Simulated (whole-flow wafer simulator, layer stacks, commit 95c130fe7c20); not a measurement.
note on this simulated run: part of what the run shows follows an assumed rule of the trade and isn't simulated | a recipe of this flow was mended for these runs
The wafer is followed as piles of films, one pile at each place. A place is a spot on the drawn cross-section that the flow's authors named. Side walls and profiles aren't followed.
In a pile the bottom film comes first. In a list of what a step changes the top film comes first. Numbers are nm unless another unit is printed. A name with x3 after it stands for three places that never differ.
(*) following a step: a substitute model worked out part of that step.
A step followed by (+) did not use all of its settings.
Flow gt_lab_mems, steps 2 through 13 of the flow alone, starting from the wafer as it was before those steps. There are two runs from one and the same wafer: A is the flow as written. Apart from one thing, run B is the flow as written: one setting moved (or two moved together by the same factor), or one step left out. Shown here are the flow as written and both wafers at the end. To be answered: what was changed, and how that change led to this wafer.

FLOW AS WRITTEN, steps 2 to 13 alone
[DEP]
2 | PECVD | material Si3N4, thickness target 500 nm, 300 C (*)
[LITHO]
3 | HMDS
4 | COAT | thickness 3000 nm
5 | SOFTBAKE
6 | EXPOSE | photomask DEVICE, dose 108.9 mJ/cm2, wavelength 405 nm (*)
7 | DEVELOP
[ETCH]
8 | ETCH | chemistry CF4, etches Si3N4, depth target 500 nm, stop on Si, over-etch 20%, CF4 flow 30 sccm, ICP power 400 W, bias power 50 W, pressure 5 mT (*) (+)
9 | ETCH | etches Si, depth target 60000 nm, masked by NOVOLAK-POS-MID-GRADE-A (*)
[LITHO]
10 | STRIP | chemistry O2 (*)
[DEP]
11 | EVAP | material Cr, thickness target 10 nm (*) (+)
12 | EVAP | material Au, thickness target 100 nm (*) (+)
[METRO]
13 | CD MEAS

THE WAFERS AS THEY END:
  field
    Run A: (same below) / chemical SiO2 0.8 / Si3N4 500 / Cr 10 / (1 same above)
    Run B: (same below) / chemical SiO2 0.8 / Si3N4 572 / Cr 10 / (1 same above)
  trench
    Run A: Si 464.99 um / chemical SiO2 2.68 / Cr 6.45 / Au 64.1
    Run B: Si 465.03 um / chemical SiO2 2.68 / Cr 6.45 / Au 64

Cause: step 2, PECVD: thickness target 572 nm was run, though the flow has thickness target 500 nm.
One can read it off the wafer: field has Si3N4 572, and step 2 as written asks for 500 nm.

How this came from the change, step by step:
  2 | PECVD | material Si3N4, thickness target 500 nm, 300 C (*)
      field, trench: A +500 Si3N4 (new film) | B +572 Si3N4 (new film)
  8 | ETCH | chemistry CF4, etches Si3N4, depth target 500 nm, stop on Si, over-etch 20%, CF4 flow 30 sccm, ICP power 400 W, bias power 50 W, pressure 5 mT (*) (+)
      trench: A -500 Si3N4 (all of it), -0.8 chemical SiO2 (all of it), -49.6 Si | B -572 Si3N4 (all of it), -0.8 chemical SiO2 (all of it), -13.6 Si
